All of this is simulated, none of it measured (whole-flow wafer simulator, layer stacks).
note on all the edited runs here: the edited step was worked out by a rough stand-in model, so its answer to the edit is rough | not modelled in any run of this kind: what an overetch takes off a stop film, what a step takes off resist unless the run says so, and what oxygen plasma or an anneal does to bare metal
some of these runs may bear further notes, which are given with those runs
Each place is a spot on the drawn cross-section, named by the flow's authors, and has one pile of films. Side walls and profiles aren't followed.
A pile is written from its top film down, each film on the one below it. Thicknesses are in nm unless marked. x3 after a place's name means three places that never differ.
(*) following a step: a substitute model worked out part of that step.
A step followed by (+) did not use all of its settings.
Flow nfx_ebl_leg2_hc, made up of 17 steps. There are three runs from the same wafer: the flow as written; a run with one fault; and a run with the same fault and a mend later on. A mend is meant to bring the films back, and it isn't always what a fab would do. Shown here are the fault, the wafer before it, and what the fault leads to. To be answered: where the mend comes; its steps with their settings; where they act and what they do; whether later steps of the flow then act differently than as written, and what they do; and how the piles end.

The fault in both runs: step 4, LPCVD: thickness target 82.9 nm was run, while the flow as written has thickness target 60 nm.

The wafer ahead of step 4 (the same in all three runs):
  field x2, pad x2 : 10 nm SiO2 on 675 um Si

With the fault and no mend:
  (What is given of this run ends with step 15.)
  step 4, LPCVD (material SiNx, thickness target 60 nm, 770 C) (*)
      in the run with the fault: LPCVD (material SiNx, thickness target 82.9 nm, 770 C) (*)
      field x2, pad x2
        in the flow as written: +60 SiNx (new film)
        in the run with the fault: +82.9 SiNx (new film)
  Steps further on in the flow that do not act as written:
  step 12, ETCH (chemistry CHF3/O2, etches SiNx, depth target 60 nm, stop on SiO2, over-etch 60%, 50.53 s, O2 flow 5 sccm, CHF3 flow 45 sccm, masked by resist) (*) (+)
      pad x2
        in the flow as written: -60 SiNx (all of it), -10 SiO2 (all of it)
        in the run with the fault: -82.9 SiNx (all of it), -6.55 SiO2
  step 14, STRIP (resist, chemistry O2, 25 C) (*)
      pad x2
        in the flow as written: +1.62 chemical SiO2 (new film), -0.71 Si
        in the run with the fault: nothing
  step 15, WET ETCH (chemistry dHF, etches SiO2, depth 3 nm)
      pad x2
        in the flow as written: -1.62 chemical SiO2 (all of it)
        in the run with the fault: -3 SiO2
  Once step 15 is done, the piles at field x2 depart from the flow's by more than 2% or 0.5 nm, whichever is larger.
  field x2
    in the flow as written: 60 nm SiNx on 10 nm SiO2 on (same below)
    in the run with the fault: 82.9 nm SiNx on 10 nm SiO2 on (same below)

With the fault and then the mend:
  After step 5 comes the mend.
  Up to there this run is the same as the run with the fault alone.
  step 5a, ETCH (chemistry h3po4, depth target 22.9 nm)
      field x2, pad x2
        -22.9 SiNx
  Later steps of the flow that are run all act as written at every place that is followed.
  At every place that both follow, the piles at the end match the flow's.
